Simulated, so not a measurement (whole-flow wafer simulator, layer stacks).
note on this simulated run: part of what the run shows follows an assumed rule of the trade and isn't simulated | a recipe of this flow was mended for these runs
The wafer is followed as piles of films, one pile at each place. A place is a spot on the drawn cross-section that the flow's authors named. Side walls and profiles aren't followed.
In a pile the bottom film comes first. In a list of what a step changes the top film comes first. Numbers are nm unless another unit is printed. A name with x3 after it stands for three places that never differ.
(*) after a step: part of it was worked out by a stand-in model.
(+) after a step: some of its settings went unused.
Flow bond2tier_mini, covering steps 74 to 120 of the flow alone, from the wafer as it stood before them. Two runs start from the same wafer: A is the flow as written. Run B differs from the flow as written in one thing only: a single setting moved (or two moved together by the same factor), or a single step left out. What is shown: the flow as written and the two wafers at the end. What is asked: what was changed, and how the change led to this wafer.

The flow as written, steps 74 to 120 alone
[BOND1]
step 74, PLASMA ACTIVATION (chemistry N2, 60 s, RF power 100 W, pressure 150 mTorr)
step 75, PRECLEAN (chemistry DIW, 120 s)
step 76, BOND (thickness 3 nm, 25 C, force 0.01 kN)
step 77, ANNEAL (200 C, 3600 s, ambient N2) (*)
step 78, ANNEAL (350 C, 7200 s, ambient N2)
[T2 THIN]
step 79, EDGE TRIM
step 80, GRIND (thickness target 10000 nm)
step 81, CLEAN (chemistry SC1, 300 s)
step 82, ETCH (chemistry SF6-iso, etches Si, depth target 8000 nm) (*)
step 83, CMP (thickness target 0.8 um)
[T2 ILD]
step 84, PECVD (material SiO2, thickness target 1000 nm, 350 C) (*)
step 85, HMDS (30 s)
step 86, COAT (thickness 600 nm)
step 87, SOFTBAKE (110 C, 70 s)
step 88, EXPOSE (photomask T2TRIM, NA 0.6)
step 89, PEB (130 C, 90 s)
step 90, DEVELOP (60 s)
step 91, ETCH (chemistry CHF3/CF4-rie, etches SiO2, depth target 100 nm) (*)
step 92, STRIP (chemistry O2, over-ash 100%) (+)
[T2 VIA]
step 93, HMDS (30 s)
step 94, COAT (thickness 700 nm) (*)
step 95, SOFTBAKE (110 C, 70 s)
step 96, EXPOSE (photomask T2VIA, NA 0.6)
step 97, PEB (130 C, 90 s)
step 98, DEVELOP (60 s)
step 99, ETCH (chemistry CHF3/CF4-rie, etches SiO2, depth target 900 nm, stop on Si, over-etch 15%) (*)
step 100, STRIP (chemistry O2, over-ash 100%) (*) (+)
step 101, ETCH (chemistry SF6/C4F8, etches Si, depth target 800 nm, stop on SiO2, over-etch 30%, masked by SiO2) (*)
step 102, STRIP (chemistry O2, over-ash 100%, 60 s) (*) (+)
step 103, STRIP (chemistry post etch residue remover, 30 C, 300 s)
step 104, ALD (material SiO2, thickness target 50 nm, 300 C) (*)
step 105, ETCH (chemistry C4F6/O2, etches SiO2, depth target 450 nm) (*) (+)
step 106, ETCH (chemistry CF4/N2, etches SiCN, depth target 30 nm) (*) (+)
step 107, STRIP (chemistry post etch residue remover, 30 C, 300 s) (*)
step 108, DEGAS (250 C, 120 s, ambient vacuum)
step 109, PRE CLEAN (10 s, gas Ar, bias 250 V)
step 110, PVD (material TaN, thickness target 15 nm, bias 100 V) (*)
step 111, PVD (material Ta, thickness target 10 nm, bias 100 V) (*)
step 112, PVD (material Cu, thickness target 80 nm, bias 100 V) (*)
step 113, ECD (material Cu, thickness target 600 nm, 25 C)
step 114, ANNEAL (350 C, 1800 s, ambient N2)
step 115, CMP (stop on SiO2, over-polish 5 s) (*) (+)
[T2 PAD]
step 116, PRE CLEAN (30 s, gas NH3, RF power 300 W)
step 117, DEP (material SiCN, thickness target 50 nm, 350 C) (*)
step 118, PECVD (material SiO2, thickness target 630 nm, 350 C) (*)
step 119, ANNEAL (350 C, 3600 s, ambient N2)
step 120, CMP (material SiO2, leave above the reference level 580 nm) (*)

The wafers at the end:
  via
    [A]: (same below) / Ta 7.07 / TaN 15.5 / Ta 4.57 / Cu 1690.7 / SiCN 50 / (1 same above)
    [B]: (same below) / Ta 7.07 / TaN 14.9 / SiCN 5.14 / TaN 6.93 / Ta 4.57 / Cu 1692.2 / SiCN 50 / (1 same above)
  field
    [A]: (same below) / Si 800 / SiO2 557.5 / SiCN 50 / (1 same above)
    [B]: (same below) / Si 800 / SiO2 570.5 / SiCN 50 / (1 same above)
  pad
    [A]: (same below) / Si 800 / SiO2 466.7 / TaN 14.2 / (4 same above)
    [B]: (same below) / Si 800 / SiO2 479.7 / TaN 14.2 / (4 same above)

Cause: step 106, ETCH: depth target 10.6 nm was run, while the flow as written has depth target 30 nm.

How this came from the change, step by step:
  step 106, ETCH (chemistry CF4/N2, etches SiCN, depth target 30 nm) (*) (+)
      via: A SiCN loses 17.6 (all of it), TaN loses 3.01 | B SiCN loses 10.6
      field, pad: A SiO2 loses 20 | B SiO2 loses 7.07
  step 109, PRE CLEAN (10 s, gas Ar, bias 250 V)
      via: A TaN loses 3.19 | B SiCN loses 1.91
  step 110, PVD (material TaN, thickness target 15 nm, bias 100 V) (*)
      via: A TaN gains 6.94 | B TaN gains 6.93 (new film)
If metal films that touch count as one body, via has 2 bodies (between them, from the top down: SiCN 5.14); the flow as written gives 1 body.
